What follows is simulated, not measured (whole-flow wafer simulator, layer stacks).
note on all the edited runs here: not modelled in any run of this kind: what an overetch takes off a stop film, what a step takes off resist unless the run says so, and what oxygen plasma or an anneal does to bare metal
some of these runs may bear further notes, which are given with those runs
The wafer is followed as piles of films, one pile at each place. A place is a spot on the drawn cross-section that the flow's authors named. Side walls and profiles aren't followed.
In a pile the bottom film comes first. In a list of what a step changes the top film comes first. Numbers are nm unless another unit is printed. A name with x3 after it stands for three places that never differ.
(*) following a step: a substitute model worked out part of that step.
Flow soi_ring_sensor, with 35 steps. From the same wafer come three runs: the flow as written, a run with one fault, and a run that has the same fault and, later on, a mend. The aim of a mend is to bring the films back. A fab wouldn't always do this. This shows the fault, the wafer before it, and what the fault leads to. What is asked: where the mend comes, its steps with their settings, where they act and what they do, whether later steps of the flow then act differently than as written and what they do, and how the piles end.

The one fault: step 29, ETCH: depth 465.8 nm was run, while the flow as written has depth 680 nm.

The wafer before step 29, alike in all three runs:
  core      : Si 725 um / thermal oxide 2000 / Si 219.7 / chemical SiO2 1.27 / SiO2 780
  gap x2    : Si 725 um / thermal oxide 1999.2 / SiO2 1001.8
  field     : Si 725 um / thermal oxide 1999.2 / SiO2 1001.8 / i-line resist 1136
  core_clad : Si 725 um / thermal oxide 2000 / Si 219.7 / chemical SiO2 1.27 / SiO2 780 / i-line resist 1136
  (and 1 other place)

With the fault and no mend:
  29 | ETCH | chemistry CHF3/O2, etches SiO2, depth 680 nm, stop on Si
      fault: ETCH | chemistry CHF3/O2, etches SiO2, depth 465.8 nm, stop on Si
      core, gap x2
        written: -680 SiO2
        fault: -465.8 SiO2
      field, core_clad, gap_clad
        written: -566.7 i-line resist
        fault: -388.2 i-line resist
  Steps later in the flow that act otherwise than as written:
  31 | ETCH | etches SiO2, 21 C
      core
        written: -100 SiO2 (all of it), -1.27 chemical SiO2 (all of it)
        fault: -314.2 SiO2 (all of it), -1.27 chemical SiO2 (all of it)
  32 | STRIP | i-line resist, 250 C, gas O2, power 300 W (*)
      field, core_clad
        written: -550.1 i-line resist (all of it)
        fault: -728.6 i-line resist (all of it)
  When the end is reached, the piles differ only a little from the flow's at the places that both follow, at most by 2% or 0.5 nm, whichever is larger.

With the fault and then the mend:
  The mend follows step 29.
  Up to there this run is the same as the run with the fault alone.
  29a | ETCH | chemistry CHF3/O2, etches SiO2, depth 214.2 nm, stop on Si (the flow's step 29, run once more with other settings)
      core, gap x2
        -214.2 SiO2
      field, core_clad, gap_clad
        -178.5 i-line resist
  None of the later steps of the flow acts differently than as written at any place that is followed.
  The piles end the same as the flow's at every place that both follow.
